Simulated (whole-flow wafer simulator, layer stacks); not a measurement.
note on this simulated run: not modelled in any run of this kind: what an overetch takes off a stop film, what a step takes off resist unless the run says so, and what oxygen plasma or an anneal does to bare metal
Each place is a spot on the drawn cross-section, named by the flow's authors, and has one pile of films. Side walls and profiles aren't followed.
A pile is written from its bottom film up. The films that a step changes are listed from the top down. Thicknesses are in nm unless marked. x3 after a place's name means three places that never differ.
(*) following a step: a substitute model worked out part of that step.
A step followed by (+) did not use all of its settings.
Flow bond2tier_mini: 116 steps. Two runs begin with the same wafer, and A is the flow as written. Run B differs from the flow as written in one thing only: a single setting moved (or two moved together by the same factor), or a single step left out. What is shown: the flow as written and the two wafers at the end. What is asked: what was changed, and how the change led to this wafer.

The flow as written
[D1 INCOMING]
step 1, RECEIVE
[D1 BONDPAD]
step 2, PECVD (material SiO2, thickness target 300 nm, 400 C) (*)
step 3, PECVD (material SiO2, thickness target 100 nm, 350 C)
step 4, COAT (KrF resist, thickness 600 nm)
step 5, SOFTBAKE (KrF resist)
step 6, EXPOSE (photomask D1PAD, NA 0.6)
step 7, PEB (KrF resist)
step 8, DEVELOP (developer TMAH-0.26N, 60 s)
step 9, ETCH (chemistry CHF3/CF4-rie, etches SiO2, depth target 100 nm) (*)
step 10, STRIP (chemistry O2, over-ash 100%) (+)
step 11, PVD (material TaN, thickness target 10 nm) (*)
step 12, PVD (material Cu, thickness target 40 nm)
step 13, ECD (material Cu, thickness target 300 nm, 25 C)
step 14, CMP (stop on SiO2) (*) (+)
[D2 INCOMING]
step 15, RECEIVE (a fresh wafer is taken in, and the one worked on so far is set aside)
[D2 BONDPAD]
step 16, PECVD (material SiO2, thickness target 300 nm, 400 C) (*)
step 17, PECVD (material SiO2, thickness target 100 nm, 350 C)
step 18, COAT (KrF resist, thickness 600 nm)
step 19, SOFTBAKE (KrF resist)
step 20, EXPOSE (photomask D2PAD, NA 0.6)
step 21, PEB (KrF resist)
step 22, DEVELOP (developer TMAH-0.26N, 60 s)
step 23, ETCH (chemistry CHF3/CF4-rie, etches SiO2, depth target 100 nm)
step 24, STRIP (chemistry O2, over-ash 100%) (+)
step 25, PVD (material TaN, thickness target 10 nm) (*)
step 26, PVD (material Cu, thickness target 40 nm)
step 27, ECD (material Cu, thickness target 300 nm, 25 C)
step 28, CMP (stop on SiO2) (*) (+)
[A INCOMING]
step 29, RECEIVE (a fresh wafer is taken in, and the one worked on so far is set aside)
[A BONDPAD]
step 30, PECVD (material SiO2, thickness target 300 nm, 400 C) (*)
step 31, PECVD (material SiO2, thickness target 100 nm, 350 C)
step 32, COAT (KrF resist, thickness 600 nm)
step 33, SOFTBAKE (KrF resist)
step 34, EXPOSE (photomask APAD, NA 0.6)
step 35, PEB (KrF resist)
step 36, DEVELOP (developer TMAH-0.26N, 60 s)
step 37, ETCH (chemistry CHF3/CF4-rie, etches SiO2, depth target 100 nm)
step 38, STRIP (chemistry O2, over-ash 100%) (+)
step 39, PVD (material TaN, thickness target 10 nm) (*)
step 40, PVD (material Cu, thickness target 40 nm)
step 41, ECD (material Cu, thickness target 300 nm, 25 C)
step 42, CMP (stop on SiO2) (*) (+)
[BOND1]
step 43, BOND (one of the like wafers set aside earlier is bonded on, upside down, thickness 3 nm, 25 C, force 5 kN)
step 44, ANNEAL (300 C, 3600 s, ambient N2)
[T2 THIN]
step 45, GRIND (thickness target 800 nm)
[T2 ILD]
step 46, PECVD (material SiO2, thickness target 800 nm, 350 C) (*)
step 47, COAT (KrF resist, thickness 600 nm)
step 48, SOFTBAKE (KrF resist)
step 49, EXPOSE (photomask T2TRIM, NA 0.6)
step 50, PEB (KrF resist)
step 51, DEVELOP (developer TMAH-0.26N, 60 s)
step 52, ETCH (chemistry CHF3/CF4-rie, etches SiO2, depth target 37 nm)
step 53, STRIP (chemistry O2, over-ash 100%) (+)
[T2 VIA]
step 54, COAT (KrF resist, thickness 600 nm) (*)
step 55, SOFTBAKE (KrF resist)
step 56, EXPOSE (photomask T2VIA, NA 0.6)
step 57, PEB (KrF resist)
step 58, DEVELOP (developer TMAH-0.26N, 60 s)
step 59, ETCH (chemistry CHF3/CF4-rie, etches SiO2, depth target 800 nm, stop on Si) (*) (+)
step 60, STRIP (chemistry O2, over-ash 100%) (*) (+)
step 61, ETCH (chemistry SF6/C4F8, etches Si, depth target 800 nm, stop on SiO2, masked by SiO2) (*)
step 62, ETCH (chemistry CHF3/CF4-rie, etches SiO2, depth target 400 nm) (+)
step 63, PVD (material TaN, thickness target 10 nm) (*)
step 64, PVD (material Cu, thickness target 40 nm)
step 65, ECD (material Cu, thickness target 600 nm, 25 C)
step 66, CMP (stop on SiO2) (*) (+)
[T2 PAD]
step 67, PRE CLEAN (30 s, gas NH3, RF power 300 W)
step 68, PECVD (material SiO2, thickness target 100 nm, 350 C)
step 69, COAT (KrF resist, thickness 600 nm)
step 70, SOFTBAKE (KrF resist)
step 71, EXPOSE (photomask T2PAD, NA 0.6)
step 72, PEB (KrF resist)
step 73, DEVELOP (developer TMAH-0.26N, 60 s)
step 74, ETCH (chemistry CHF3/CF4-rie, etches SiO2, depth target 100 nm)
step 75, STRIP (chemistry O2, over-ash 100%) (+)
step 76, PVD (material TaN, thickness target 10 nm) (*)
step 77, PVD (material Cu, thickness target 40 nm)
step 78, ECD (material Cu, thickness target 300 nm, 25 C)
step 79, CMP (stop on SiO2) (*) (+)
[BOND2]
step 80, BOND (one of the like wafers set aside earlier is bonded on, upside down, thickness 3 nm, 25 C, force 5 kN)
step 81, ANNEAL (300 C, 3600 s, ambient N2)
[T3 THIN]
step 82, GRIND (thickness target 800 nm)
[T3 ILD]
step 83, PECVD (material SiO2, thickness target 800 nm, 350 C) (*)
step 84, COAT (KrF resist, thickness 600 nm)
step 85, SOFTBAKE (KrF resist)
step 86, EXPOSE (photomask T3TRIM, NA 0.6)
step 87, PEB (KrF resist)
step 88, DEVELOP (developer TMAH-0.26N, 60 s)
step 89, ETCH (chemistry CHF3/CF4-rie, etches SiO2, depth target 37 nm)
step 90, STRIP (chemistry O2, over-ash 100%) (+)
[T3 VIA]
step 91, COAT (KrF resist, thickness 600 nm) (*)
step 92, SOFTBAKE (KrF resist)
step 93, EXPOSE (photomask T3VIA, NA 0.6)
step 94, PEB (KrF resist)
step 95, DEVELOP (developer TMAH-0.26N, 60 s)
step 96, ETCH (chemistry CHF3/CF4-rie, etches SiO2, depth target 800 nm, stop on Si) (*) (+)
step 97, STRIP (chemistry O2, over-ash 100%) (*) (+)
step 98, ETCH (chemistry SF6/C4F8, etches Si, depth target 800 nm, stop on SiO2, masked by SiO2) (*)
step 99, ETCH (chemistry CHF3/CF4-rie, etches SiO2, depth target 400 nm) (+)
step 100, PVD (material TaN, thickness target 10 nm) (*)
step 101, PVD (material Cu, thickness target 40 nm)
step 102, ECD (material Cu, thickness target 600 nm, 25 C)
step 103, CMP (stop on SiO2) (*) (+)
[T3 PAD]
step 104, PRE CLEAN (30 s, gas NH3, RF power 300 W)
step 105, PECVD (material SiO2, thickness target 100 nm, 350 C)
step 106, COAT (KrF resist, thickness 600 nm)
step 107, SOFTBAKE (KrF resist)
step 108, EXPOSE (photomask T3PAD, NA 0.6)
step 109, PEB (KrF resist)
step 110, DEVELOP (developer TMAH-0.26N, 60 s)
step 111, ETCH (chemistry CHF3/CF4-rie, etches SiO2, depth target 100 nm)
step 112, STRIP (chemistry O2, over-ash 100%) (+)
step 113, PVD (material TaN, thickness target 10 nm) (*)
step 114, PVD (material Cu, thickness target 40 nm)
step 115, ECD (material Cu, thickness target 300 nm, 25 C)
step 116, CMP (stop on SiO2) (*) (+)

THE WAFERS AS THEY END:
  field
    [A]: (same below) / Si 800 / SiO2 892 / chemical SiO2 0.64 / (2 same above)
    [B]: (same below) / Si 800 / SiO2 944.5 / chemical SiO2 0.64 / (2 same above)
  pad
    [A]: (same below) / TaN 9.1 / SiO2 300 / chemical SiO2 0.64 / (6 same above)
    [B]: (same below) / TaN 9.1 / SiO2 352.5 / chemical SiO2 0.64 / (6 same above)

Cause: step 17, PECVD: thickness target 152.5 nm was run, while the flow as written has thickness target 100 nm.

Step by step, how the change led to this:
  step 17, PECVD (material SiO2, thickness target 100 nm, 350 C)
      field, pad, via: A +100 SiO2 | B +152.5 SiO2
  step 80, BOND (one of the like wafers set aside earlier is bonded on, upside down, thickness 3 nm, 25 C, force 5 kN)
      field: A +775 um Si (new film), +0.64 chemical SiO2 (new film), +400 SiO2 | B +775 um Si (new film), +0.64 chemical SiO2 (new film), +452.5 SiO2
      pad: A +775 um Si (new film), +0.64 chemical SiO2 (new film), +300 SiO2 (new film), +9.1 TaN (new film), +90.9 Cu | B +775 um Si (new film), +0.64 chemical SiO2 (new film), +352.5 SiO2 (new film), +9.1 TaN (new film), +90.9 Cu
